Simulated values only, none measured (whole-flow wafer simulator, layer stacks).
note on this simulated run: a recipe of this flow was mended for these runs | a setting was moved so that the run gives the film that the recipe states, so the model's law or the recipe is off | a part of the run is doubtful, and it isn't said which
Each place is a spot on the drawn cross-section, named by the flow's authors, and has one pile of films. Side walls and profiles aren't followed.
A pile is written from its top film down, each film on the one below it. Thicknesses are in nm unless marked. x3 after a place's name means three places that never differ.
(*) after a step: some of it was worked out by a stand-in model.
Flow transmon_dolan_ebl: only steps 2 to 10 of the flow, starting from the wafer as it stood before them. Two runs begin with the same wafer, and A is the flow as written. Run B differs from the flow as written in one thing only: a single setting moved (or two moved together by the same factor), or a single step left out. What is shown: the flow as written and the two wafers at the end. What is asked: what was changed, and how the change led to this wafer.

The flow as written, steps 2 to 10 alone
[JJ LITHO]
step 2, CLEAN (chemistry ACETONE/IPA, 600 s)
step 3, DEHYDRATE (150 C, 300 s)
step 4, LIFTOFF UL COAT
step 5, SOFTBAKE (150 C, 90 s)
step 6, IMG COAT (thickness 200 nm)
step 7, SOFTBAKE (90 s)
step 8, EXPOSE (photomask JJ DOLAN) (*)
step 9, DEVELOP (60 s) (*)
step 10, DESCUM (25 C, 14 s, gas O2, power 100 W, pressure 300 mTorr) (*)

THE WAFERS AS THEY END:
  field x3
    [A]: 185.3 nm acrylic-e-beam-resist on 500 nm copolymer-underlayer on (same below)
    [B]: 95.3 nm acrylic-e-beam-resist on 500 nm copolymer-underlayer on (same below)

The reason: step 6, IMG COAT: thickness 110 nm was run, while the flow as written has thickness 200 nm.

The path from the change to this, step by step:
  step 6, IMG COAT (thickness 200 nm)
      field x3, jj_line: A +200 acrylic-e-beam-resist (new film) | B +110 acrylic-e-beam-resist (new film)
  step 9, DEVELOP (60 s) (*)
      jj_line: A -200 acrylic-e-beam-resist (all of it), -500 copolymer-underlayer (all of it) | B -110 acrylic-e-beam-resist (all of it), -500 copolymer-underlayer (all of it)
